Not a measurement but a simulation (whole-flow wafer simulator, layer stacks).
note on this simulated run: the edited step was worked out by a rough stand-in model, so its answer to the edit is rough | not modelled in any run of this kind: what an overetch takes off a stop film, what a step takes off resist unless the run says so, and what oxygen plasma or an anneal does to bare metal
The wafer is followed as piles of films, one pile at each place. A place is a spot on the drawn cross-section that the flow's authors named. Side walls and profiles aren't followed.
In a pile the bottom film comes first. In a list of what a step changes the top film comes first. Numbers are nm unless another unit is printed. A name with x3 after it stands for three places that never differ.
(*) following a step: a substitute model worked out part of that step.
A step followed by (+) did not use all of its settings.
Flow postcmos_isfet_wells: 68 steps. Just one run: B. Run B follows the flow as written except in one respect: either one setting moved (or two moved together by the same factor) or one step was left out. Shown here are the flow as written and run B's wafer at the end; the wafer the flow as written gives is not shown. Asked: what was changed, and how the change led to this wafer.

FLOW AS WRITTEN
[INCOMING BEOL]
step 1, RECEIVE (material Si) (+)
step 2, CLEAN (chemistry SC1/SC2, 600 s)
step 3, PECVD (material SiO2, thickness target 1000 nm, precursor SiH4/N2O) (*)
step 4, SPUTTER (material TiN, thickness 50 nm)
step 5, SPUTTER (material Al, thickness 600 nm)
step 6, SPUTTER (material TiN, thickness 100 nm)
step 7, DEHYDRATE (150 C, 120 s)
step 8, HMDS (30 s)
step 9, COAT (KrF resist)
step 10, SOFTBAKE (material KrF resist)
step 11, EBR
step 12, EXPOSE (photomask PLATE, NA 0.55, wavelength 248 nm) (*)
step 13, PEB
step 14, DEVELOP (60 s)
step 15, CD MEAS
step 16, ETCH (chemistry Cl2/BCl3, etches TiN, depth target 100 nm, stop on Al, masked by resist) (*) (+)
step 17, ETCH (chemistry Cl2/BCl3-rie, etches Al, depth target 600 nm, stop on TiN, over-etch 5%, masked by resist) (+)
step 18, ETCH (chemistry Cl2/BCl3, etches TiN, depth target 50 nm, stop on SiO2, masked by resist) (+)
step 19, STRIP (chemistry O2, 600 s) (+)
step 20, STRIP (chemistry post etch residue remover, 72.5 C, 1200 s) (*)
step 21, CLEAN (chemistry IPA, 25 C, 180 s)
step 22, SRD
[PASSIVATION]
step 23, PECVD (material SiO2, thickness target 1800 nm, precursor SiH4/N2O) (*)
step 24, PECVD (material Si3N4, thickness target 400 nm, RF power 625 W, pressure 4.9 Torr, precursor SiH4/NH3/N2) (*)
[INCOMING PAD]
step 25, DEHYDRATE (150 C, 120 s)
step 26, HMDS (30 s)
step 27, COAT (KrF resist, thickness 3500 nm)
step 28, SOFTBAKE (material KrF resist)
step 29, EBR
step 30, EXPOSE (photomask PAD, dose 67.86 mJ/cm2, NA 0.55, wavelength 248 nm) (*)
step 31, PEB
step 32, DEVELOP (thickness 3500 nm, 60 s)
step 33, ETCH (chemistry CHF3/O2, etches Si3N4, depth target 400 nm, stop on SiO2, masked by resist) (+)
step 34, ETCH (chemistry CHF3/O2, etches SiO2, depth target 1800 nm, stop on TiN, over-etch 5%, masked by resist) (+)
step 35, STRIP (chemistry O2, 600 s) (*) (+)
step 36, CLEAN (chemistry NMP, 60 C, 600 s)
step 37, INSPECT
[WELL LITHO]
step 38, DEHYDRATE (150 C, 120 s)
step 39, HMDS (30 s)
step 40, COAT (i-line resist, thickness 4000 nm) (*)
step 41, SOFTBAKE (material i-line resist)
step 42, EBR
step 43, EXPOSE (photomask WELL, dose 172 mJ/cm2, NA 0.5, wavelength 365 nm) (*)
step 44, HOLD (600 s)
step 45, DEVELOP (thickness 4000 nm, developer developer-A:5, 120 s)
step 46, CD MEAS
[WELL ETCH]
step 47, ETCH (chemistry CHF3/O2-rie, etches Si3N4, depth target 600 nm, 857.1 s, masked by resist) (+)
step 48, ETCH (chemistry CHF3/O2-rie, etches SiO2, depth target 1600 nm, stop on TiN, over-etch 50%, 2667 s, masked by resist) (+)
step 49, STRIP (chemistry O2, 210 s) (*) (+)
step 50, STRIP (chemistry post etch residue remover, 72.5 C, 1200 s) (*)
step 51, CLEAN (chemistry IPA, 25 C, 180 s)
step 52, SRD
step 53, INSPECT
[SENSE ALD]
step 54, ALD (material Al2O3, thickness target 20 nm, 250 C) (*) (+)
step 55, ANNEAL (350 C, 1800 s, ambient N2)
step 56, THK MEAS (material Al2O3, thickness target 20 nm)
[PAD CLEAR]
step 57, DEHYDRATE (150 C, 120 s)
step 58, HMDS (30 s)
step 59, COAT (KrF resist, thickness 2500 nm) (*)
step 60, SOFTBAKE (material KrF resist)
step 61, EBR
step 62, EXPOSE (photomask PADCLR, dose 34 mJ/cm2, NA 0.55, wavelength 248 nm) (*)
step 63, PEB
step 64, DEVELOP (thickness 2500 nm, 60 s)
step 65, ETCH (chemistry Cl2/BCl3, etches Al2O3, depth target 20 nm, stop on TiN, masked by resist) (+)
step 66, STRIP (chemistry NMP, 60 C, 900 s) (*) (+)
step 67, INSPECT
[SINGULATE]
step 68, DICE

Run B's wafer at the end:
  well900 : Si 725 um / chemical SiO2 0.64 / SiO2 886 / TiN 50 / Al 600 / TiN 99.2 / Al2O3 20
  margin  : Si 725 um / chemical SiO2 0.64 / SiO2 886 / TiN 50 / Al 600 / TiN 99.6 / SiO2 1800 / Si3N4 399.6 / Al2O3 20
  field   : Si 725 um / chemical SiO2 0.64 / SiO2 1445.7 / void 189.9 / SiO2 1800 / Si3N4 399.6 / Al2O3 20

What caused this: step 3, PECVD: thickness target 886 nm was run, though the flow has thickness target 1000 nm.
The wafer lets one read it off: well900 has SiO2 886, and step 3 as written asks for 1000 nm.

How this came from the change, step by step:
  step 3, PECVD (material SiO2, thickness target 1000 nm, precursor SiH4/N2O) (*)
      field, margin, well900, well1300 x3, pad_rim, pad_clr, pad_open: SiO2 gains 886 (new film) (as written it would have been: SiO2 gains 1000 (new film))
